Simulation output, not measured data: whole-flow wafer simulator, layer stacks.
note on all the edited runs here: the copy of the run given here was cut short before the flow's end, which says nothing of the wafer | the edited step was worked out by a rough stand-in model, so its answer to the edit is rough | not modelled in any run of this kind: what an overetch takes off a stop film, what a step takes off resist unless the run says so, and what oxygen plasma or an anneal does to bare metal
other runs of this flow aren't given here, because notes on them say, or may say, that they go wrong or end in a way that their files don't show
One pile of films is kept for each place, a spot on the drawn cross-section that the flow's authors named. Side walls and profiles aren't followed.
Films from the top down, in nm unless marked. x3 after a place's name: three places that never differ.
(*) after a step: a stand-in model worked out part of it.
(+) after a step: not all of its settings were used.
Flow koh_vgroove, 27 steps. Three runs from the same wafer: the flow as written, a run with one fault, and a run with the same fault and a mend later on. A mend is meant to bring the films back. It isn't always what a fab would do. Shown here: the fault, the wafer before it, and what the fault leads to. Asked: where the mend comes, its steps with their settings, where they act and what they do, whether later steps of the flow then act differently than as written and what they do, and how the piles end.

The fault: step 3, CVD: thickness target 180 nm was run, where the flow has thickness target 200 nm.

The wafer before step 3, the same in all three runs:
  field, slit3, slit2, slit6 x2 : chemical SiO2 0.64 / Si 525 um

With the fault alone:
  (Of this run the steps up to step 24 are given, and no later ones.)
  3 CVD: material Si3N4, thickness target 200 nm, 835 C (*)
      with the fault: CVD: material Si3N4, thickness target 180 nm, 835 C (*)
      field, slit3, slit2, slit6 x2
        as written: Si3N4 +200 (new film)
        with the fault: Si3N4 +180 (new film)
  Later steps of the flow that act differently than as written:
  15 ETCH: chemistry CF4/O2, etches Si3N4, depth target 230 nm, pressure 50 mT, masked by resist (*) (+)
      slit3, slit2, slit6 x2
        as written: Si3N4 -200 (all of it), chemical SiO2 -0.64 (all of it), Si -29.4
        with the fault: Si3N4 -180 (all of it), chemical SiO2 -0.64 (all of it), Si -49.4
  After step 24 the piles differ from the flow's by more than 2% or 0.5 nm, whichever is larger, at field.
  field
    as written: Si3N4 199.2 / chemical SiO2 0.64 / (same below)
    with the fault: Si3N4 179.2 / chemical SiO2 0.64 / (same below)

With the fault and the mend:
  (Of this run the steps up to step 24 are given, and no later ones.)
  The mend comes after step 4.
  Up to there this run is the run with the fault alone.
  4a CVD: material Si3N4, thickness target 20 nm, 835 C (*) (the flow's step 3 once more, with other settings)
      field, slit3, slit2, slit6 x2
        Si3N4 +20
  No later step of the flow up to step 24 acts differently than as written at any place that is followed.
  After step 24 the piles are the same as the flow's at every place that both follow.
